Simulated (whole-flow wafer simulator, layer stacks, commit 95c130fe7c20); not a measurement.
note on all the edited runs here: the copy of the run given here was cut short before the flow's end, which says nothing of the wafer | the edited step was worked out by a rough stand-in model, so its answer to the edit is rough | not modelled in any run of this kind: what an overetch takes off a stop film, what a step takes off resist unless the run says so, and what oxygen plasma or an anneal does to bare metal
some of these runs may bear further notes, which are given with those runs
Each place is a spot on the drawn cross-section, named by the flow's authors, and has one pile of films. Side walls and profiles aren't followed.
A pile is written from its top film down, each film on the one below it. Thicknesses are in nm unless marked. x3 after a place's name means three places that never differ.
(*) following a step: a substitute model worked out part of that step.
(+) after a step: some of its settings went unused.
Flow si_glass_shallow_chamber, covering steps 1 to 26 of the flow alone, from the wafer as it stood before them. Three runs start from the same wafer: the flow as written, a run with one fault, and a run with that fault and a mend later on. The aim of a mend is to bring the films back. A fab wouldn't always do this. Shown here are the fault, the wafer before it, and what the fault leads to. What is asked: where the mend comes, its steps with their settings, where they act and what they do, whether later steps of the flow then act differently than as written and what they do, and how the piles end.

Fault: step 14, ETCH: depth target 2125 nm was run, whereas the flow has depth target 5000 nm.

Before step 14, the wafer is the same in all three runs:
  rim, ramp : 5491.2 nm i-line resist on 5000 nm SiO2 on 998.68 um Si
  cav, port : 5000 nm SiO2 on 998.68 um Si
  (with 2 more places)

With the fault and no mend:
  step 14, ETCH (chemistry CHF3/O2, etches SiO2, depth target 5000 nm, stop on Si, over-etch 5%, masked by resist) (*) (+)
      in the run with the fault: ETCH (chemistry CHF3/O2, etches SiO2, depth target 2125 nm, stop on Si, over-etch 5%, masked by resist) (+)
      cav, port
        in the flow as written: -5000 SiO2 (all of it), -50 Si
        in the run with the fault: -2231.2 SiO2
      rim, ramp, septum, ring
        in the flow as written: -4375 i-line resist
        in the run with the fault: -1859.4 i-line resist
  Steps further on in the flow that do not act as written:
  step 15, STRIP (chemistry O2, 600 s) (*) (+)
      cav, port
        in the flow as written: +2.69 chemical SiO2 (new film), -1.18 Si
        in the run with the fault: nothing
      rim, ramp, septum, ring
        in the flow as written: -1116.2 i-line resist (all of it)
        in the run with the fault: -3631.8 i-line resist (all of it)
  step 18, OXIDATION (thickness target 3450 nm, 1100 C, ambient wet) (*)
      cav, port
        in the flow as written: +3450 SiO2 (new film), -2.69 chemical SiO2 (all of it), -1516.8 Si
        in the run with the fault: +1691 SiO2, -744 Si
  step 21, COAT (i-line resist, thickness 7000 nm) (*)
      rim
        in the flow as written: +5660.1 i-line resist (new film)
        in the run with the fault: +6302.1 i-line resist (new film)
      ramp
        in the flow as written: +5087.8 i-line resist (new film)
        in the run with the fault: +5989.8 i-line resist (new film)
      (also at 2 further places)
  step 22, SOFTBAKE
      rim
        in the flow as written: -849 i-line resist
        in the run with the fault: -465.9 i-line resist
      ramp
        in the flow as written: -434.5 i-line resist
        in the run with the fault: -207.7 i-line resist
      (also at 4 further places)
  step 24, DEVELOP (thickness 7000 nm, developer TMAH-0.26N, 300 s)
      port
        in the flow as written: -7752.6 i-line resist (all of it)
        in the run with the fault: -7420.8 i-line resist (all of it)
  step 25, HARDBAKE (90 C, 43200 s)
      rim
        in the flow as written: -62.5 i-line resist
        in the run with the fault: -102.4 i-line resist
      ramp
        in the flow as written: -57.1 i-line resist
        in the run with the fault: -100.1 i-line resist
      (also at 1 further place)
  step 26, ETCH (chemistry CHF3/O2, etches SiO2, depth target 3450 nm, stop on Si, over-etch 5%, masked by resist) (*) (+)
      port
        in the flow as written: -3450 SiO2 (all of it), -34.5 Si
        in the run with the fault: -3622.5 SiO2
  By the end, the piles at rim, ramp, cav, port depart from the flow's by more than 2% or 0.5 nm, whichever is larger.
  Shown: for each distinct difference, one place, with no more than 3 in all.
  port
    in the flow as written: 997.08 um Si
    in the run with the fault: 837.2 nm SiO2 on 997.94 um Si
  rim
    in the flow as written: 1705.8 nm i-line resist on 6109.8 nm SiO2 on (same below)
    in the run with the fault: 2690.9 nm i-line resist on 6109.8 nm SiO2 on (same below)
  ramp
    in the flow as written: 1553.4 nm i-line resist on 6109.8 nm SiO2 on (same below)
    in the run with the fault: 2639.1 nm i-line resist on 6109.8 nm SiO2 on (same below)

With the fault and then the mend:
  The mend follows step 14.
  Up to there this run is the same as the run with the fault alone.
  step 14a, ETCH (chemistry CHF3/O2, etches SiO2, depth target 2875 nm, stop on Si, over-etch 5%, masked by resist) (*) (the flow's step 14, run once more with other settings)
      rim, ramp, septum, ring
        -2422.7 i-line resist
      cav, port
        -2768.8 SiO2 (all of it), -50 Si
  Steps further on in the flow that do not act as written:
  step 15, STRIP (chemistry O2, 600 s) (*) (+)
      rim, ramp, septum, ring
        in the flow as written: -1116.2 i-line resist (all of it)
        in the run with the mend: -1209.1 i-line resist (all of it)
  The piles end the same as the flow's at every place that both follow.
